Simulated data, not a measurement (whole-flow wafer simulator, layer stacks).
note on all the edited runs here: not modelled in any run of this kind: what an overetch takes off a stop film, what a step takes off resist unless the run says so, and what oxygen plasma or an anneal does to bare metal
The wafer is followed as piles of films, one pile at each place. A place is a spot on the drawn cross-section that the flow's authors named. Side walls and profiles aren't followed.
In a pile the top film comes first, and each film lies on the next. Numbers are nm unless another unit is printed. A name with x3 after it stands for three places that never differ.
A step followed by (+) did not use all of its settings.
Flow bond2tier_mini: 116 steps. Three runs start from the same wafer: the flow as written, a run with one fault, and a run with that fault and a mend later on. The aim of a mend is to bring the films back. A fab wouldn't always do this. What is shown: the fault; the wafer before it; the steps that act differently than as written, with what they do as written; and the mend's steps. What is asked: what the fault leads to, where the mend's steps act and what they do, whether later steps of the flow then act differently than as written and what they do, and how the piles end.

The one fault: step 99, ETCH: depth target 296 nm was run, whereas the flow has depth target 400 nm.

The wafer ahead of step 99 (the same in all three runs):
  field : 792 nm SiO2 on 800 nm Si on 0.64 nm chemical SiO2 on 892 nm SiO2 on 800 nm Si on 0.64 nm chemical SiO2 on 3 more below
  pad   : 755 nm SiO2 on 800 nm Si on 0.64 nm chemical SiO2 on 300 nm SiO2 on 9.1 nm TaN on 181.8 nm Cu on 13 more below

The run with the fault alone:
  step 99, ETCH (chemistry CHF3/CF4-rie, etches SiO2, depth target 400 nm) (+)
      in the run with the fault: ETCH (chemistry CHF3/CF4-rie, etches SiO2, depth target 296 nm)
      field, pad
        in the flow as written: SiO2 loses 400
        in the run with the fault: SiO2 loses 296
  Later steps of the flow that are run all act as written at every place that is followed.
  At field, pad, the piles at the end differ from the flow's by more than 2% or 0.5 nm, whichever is larger.
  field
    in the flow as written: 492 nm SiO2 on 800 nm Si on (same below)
    in the run with the fault: 596 nm SiO2 on 800 nm Si on (same below)
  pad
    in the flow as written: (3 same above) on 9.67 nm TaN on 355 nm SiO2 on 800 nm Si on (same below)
    in the run with the fault: (3 same above) on 9.67 nm TaN on 459 nm SiO2 on 800 nm Si on (same below)

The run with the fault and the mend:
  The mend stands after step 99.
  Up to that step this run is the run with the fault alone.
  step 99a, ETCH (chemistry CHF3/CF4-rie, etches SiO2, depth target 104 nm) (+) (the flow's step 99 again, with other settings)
      field, pad
        SiO2 loses 104
  Later steps of the flow that are run all act as written at every place that is followed.
  At every place that both follow, the piles at the end match the flow's.
